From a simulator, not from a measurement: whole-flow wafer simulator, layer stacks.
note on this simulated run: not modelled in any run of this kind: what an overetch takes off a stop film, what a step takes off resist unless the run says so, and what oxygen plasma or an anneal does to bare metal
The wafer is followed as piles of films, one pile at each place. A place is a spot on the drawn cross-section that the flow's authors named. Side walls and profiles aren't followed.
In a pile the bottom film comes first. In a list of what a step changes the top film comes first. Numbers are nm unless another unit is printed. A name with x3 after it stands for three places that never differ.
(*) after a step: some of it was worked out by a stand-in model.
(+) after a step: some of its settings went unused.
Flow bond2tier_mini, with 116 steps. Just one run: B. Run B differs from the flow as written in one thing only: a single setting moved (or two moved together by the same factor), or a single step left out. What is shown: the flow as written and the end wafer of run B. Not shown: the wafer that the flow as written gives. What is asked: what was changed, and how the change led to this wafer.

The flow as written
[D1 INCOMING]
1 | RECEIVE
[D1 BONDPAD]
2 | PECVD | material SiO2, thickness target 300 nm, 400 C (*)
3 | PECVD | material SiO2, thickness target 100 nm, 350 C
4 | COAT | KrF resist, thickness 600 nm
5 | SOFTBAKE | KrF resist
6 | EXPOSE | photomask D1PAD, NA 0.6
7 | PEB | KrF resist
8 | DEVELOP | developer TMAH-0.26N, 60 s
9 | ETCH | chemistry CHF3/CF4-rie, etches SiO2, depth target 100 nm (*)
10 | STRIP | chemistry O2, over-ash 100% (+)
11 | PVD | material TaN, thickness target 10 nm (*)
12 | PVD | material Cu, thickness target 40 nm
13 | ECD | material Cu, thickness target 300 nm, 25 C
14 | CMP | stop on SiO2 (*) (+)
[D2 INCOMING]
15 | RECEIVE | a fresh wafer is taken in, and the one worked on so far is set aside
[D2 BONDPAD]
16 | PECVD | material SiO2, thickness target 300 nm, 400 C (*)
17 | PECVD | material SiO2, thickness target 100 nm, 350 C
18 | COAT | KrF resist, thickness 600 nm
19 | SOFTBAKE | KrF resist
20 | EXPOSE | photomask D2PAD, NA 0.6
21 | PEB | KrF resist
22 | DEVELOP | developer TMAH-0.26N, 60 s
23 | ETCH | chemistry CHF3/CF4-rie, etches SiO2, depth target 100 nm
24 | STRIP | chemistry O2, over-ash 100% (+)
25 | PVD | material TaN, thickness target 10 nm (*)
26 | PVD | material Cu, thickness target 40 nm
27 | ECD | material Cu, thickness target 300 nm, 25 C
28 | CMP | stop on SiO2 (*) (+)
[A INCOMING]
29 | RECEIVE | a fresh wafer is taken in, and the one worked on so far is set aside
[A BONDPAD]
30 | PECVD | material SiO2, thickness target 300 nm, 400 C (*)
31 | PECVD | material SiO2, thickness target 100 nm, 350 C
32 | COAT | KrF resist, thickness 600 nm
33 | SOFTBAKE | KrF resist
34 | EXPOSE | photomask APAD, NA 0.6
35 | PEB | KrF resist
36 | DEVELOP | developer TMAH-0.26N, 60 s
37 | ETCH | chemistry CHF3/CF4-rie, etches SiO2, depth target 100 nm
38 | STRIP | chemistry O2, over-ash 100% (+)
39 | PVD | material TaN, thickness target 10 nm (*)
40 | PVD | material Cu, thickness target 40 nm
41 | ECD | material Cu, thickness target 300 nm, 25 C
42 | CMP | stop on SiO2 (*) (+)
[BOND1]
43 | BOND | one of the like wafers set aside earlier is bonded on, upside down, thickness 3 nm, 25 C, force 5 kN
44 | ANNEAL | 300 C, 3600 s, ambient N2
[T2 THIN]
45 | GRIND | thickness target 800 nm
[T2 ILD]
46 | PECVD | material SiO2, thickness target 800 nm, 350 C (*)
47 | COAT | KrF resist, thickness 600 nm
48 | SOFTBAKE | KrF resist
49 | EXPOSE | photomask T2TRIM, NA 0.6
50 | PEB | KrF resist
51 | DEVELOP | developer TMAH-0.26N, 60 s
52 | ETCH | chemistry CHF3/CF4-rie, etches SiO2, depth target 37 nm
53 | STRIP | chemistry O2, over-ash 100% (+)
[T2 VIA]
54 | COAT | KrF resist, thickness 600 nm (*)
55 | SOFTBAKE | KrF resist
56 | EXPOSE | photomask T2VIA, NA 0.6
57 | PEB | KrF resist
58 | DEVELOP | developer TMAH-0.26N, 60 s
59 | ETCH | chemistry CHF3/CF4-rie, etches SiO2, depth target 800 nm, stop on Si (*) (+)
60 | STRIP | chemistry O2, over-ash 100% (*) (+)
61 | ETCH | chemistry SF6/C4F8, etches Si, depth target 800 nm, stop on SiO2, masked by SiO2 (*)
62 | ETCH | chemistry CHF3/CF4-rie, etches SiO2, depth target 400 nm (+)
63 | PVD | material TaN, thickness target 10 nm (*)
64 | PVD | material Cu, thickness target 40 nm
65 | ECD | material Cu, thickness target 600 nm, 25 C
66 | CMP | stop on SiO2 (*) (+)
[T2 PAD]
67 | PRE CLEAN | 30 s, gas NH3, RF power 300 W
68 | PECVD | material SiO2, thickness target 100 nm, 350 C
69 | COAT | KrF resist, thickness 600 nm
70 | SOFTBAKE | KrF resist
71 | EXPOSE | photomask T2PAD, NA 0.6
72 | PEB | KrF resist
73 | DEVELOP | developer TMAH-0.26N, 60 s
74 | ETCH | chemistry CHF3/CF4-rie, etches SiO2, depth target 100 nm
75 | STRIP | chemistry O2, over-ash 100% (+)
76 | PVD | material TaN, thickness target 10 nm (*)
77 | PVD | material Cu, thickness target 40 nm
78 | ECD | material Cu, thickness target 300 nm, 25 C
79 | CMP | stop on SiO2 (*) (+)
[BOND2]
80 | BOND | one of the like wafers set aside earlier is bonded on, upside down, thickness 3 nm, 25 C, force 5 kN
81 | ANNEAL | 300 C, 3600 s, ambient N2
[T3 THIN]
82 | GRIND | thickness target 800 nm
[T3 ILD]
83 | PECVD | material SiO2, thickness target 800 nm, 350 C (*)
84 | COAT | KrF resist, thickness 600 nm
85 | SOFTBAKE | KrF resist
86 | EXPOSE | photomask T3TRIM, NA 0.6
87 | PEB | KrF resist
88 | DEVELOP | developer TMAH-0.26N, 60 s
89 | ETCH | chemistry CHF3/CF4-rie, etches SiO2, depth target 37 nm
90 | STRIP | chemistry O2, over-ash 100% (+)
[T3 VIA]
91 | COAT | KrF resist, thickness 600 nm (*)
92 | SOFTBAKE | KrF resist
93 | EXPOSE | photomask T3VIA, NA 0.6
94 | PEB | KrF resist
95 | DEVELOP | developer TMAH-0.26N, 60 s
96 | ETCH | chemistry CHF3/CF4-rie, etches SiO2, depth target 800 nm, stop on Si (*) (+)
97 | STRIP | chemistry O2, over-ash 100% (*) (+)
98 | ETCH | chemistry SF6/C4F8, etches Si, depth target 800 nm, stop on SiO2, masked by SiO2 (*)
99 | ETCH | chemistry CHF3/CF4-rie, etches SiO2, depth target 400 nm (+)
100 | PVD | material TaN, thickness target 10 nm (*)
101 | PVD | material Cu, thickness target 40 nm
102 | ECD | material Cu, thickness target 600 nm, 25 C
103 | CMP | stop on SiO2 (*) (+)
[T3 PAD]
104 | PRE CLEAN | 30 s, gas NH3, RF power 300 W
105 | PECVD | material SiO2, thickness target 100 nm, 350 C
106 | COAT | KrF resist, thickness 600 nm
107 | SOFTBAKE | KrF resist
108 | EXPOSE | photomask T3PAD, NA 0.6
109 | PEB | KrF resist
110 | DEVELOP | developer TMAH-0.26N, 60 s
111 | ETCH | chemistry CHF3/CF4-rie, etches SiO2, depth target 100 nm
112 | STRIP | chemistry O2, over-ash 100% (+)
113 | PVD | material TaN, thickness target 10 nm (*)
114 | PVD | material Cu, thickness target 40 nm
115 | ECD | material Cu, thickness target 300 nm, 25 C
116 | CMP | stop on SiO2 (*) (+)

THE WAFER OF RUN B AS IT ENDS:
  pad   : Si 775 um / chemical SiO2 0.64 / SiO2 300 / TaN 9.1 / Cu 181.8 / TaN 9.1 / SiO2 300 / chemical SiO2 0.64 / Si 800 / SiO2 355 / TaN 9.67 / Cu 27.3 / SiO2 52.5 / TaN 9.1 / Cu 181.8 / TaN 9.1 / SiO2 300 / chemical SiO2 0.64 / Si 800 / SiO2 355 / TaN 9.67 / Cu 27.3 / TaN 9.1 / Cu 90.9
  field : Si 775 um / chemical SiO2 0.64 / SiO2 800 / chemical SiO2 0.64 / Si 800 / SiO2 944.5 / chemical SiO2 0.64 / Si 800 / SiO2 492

What caused this: step 68, PECVD: thickness target 152.5 nm was run, though the flow has thickness target 100 nm.

How this came from the change, step by step:
  68 | PECVD | material SiO2, thickness target 100 nm, 350 C
      field: SiO2 gains 152.5 (as written it would have been: SiO2 gains 100)
      pad: SiO2 gains 152.5 (new film) (as written it would have been: SiO2 gains 100 (new film))
  74 | ETCH | chemistry CHF3/CF4-rie, etches SiO2, depth target 100 nm
      pad: SiO2 loses 100 (as written it would have been: SiO2 loses 100 (all of it))
With metal films that touch counted as one body, pad has 4 bodies (between them, from the top down: SiO2 355 / Si 800 / chemical SiO2 0.64 / SiO2 300; SiO2 52.5; SiO2 355 / Si 800 / chemical SiO2 0.64 / SiO2 300); the flow as written gives 3 bodies (between them, from the top down: SiO2 355 / Si 800 / chemical SiO2 0.64 / SiO2 300; SiO2 355 / Si 800 / chemical SiO2 0.64 / SiO2 300).
